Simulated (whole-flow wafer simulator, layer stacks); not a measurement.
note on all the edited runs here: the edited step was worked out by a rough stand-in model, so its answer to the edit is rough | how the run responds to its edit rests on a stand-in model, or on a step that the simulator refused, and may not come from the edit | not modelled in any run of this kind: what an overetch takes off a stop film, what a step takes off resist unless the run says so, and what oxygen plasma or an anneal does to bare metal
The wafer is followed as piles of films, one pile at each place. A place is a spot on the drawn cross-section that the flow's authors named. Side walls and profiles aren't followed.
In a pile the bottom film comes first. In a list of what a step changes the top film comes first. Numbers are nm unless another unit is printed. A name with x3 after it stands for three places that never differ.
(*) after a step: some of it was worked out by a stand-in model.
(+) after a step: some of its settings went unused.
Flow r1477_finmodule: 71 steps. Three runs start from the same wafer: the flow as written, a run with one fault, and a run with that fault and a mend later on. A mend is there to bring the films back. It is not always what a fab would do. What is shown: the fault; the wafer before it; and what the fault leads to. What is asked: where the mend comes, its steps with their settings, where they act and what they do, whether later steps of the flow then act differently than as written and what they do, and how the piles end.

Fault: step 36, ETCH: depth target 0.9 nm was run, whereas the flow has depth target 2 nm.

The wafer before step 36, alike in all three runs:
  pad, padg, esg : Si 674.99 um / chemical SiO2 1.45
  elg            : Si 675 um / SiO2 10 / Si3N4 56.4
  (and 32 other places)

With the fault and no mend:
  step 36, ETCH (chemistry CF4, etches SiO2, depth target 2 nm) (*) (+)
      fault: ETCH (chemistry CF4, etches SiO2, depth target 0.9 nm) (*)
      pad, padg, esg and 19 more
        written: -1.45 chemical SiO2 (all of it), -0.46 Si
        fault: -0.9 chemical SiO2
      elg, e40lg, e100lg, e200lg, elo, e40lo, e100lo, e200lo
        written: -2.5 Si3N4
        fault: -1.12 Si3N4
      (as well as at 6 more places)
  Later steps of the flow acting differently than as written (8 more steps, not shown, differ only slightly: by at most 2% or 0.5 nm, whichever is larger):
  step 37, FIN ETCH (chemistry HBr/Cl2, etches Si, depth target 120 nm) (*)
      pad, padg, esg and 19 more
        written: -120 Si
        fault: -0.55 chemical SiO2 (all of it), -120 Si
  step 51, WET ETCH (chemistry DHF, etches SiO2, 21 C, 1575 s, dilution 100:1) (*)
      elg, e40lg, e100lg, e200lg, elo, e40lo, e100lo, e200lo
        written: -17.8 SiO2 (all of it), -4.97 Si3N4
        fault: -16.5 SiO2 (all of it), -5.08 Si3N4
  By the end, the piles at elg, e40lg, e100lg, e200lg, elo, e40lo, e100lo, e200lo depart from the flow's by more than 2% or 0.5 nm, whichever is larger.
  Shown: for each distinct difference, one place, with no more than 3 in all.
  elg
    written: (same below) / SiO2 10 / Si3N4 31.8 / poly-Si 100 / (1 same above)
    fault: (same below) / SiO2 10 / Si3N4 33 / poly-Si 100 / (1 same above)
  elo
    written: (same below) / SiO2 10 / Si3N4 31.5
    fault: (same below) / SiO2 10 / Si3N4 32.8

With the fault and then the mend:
  After step 36 comes the mend.
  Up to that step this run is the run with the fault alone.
  step 36a, ETCH (chemistry CF4, etches SiO2, depth target 1.1 nm) (*) (+) (a further turn of the flow's step 36, with different settings)
      pad, padg, esg and 19 more
        -0.55 chemical SiO2 (all of it), -0.46 Si
      elg, e40lg, e100lg, e200lg, elo, e40lo, e100lo, e200lo
        -1.38 Si3N4
      s40sg_line, s45sg_line, s50sg_line, s40so_line, s45so_line, s50so_line
        -1.1 SiO2
  None of the later steps of the flow acts differently than as written at any place that is followed.
  The piles end the same as the flow's at every place that both follow.
